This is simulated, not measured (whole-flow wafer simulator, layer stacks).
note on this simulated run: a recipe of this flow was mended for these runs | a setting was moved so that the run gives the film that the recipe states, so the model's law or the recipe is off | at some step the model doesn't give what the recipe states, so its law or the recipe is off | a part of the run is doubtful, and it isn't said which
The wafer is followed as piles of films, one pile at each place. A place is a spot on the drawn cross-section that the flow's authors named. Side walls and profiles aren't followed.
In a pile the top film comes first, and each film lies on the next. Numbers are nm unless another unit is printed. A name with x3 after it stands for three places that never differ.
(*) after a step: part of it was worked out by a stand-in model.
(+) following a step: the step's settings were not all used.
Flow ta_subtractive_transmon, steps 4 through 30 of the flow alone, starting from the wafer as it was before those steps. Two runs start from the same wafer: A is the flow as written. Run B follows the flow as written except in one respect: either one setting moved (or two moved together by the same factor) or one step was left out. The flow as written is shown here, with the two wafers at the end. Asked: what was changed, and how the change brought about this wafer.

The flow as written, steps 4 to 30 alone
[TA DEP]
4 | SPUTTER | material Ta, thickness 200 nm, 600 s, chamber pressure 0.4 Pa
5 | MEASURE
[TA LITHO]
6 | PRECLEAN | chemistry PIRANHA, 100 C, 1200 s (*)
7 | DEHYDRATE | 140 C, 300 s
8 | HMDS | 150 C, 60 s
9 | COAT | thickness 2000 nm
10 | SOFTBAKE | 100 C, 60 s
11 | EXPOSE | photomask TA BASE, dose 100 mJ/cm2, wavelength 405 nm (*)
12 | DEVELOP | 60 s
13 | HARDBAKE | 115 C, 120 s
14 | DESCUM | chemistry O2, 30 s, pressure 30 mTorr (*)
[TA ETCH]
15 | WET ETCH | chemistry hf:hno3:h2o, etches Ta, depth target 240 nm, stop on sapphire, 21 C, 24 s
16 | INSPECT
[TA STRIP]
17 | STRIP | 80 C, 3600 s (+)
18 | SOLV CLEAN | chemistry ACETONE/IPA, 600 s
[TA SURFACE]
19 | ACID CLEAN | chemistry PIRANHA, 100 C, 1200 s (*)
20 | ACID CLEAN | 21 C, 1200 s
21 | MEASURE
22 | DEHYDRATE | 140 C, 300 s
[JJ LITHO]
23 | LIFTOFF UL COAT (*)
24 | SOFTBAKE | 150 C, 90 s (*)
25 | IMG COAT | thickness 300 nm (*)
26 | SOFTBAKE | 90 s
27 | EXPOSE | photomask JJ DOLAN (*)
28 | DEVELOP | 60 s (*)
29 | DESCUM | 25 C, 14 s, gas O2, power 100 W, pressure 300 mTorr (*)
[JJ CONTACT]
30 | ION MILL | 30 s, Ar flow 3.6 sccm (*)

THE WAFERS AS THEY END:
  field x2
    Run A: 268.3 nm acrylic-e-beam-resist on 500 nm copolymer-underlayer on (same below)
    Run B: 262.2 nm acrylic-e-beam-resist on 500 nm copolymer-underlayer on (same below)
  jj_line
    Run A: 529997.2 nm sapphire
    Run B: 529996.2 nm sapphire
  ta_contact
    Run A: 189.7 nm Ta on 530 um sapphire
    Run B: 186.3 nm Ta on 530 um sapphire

Cause: step 30, ION MILL: 40.8 s was run, though the flow has 30 s.

The path from the change to this, step by step:
  30 | ION MILL | 30 s, Ar flow 3.6 sccm (*)
      field x2, ta_pad: A acrylic-e-beam-resist loses 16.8 | B acrylic-e-beam-resist loses 22.8
      jj_line, lead: A sapphire loses 2.8 | B sapphire loses 3.8
      (also at 1 further place)
